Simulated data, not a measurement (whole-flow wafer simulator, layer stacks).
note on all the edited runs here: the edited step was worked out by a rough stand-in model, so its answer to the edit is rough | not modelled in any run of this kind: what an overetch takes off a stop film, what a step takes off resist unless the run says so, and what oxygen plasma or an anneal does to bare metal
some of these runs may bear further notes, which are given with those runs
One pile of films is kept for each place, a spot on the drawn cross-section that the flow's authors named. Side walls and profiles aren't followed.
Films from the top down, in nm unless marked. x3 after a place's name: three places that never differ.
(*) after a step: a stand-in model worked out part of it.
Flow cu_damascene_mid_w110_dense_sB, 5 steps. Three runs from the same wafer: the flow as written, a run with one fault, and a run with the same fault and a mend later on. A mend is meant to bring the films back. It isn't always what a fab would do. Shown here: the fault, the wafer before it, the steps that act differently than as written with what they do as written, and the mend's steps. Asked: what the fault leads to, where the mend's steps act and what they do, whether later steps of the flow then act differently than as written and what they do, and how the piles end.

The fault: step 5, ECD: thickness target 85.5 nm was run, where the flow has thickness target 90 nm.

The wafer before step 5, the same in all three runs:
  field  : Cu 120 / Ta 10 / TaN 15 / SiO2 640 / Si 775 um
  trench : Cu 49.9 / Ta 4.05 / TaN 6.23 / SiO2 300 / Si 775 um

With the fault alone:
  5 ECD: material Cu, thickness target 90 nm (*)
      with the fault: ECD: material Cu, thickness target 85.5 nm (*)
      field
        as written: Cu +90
        with the fault: Cu +85.5
  No later step of the flow acts differently than as written at any place that is followed.
  At the end the piles differ from the flow's by more than 2% or 0.5 nm, whichever is larger, at field.
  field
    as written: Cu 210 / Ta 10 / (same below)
    with the fault: Cu 205.5 / Ta 10 / (same below)

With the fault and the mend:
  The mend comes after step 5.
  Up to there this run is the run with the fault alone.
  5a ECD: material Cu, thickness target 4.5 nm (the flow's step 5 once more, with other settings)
      field, trench
        Cu +4.5
  No later step of the flow acts differently than as written at any place that is followed.
  At the end the piles are the same as the flow's at every place that both follow.
